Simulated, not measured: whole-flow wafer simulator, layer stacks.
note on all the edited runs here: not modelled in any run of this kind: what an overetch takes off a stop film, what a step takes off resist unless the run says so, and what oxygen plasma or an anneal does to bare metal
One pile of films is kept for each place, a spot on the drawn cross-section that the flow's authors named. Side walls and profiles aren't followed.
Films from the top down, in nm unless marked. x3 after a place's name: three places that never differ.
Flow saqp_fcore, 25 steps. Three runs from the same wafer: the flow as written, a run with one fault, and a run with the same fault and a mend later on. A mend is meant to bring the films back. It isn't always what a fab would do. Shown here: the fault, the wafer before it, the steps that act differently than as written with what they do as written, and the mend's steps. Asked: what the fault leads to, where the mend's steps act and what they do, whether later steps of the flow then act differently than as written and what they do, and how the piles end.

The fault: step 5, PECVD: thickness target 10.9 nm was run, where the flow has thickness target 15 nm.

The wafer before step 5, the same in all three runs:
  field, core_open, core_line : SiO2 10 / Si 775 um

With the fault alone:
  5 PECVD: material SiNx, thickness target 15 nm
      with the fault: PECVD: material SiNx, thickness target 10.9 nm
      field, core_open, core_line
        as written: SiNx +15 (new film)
        with the fault: SiNx +10.9 (new film)
  No later step of the flow acts differently than as written at any place that is followed.
  At the end the piles differ from the flow's by more than 2% or 0.5 nm, whichever is larger, at field, core_open, core_line.
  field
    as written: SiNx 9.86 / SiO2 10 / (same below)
    with the fault: SiNx 5.76 / SiO2 10 / (same below)
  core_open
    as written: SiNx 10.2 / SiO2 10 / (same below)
    with the fault: SiNx 6.08 / SiO2 10 / (same below)
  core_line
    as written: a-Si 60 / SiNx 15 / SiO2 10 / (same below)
    with the fault: a-Si 60 / SiNx 10.9 / SiO2 10 / (same below)

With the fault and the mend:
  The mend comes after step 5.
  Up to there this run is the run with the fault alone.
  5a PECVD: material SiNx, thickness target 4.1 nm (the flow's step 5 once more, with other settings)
      field, core_open, core_line
        SiNx +4.1
  No later step of the flow acts differently than as written at any place that is followed.
  At the end the piles are the same as the flow's at every place that both follow.
